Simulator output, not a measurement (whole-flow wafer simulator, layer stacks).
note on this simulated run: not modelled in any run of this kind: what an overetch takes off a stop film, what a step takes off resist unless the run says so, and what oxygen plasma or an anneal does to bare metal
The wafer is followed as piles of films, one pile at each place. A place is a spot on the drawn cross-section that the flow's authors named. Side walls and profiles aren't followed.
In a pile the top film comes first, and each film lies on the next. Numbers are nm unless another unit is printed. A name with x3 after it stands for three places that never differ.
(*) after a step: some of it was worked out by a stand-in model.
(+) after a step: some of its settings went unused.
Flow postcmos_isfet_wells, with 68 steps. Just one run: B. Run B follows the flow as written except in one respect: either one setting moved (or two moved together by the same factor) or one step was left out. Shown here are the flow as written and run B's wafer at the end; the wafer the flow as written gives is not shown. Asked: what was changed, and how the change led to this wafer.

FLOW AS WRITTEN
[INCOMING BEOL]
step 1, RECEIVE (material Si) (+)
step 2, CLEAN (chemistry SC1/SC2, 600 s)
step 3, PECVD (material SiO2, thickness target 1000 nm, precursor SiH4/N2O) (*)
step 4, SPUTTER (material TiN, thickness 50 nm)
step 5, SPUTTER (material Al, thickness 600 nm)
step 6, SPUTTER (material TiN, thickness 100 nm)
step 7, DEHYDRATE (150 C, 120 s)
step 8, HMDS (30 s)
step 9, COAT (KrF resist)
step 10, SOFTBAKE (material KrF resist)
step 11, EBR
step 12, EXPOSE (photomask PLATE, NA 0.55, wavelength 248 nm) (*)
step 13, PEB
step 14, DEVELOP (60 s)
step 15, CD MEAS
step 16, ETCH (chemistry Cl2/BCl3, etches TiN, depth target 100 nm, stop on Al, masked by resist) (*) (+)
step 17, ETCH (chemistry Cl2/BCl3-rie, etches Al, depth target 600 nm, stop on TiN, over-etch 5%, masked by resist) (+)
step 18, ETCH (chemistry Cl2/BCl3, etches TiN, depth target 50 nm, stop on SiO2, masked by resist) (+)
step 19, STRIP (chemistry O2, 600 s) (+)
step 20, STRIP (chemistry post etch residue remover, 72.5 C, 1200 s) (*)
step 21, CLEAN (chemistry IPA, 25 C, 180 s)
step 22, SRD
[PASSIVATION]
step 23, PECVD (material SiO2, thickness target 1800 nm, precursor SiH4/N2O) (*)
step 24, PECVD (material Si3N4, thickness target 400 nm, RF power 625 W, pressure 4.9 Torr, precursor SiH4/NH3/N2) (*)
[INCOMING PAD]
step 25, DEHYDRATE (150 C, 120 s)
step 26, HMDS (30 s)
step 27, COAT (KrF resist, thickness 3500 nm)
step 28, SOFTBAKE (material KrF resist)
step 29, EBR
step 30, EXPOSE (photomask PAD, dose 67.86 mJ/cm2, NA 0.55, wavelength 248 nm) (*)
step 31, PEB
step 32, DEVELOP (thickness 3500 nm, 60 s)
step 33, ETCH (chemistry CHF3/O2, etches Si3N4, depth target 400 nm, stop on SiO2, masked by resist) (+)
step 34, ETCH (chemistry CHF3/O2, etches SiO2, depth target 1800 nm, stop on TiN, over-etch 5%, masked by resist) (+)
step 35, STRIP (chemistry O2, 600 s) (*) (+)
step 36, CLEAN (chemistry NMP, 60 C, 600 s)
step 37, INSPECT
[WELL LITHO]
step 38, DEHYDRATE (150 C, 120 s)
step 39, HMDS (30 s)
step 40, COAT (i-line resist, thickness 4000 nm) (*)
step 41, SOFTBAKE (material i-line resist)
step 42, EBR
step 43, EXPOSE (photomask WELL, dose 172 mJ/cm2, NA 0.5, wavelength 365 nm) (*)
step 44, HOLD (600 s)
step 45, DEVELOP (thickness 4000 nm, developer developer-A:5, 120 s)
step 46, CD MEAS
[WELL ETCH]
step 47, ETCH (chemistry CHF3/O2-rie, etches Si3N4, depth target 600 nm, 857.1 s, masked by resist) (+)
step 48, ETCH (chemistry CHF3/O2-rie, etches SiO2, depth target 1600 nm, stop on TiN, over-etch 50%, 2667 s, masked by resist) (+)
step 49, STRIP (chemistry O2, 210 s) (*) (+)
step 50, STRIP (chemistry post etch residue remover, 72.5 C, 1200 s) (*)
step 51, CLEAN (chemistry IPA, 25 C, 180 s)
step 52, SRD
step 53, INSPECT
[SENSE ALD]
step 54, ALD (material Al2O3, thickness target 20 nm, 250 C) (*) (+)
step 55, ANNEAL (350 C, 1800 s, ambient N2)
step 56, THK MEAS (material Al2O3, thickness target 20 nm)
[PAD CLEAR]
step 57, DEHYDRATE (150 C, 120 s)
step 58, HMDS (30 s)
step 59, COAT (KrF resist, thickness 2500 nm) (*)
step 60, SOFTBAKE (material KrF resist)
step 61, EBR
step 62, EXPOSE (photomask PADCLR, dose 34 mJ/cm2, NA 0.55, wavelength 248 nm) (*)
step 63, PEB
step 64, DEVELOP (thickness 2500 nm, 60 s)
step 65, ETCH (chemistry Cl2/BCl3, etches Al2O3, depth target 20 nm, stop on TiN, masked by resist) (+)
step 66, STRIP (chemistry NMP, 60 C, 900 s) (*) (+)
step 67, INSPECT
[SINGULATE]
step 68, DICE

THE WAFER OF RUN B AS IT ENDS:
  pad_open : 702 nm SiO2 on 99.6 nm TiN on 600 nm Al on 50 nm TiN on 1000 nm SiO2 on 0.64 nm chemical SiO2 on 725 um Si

What caused this: step 34, ETCH: depth target 1098 nm was run, while the flow as written has depth target 1800 nm.

Step by step, how the change led to this:
  step 34, ETCH (chemistry CHF3/O2, etches SiO2, depth target 1800 nm, stop on TiN, over-etch 5%, masked by resist) (+)
      pad_open: SiO2 loses 1098 (in the flow as written it would be: SiO2 loses 1800 (all of it))
      field, margin, well900, well1300 x3, pad_rim, pad_clr: KrF resist loses 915 (in the flow as written it would be: KrF resist loses 1500)
  step 35, STRIP (chemistry O2, 600 s) (*) (+)
      field, margin, well900, well1300 x3, pad_rim, pad_clr: KrF resist loses 2198.3 (all of it) (in the flow as written it would be: KrF resist loses 1613.3 (all of it))
  step 40, COAT (i-line resist, thickness 4000 nm) (*)
      pad_clr: i-line resist gains 3480.3 (new film) (in the flow as written it would be: i-line resist gains 3256.8 (new film))
      pad_open: i-line resist gains 4551.5 (new film) (in the flow as written it would be: i-line resist gains 4804.7 (new film))
  step 41, SOFTBAKE (material i-line resist)
      pad_clr: i-line resist loses 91 (in the flow as written it would be: i-line resist loses 156.7)
      pad_open: i-line resist gains 82.3 (in the flow as written it would be: i-line resist gains 115.3)
  step 49, STRIP (chemistry O2, 210 s) (*) (+)
      pad_clr: i-line resist loses 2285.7 (all of it) (in the flow as written it would be: i-line resist loses 1996.5 (all of it))
      pad_open: i-line resist loses 3530.1 (all of it) (in the flow as written it would be: i-line resist loses 3816.3 (all of it))
  step 59, COAT (KrF resist, thickness 2500 nm) (*)
      pad_rim: KrF resist gains 2139.7 (new film) (in the flow as written it would be: KrF resist gains 1976.4 (new film))
      pad_clr: KrF resist gains 1933.9 (new film) (in the flow as written it would be: KrF resist gains 1691.6 (new film))
      (also at 1 further place)
  step 60, SOFTBAKE (material KrF resist)
      pad_clr: KrF resist loses 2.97 (in the flow as written it would be: KrF resist loses 3.77)
  step 63, PEB
      pad_rim: KrF resist loses 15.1 (in the flow as written it would be: KrF resist loses 13.9)
      pad_clr: KrF resist loses 13.6 (in the flow as written it would be: KrF resist loses 11.8)
      (also at 1 further place)
  step 64, DEVELOP (thickness 2500 nm, 60 s)
      pad_clr: KrF resist loses 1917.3 (all of it) (in the flow as written it would be: KrF resist loses 1676 (all of it))
      pad_open: KrF resist loses 2866.3 (all of it) (in the flow as written it would be: KrF resist loses 3045.1 (all of it))
  step 66, STRIP (chemistry NMP, 60 C, 900 s) (*) (+)
      pad_rim: KrF resist loses 2085.5 (all of it) (in the flow as written it would be: KrF resist loses 1923.7 (all of it))
